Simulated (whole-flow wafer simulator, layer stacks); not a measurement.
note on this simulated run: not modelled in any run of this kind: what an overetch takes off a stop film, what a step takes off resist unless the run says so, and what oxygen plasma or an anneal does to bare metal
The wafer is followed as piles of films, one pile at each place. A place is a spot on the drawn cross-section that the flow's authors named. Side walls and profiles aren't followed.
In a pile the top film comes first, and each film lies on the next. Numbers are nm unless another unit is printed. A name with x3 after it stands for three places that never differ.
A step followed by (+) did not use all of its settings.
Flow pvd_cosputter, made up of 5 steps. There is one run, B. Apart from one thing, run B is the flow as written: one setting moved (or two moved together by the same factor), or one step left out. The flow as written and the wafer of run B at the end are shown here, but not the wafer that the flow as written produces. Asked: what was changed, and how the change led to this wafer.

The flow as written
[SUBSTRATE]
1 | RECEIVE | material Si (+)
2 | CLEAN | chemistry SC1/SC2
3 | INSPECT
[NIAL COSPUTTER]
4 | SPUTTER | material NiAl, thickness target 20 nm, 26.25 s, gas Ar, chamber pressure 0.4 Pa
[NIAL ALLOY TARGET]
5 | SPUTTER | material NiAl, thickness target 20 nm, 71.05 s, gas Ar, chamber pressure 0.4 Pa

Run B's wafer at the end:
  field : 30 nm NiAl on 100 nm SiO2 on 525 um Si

Cause: step 5, SPUTTER: thickness target 10 nm was run, whereas the flow has thickness target 20 nm.

The path from the change to this, step by step:
  5 | SPUTTER | material NiAl, thickness target 20 nm, 71.05 s, gas Ar, chamber pressure 0.4 Pa
      field: +10 NiAl (as written it would have been: +20 NiAl)
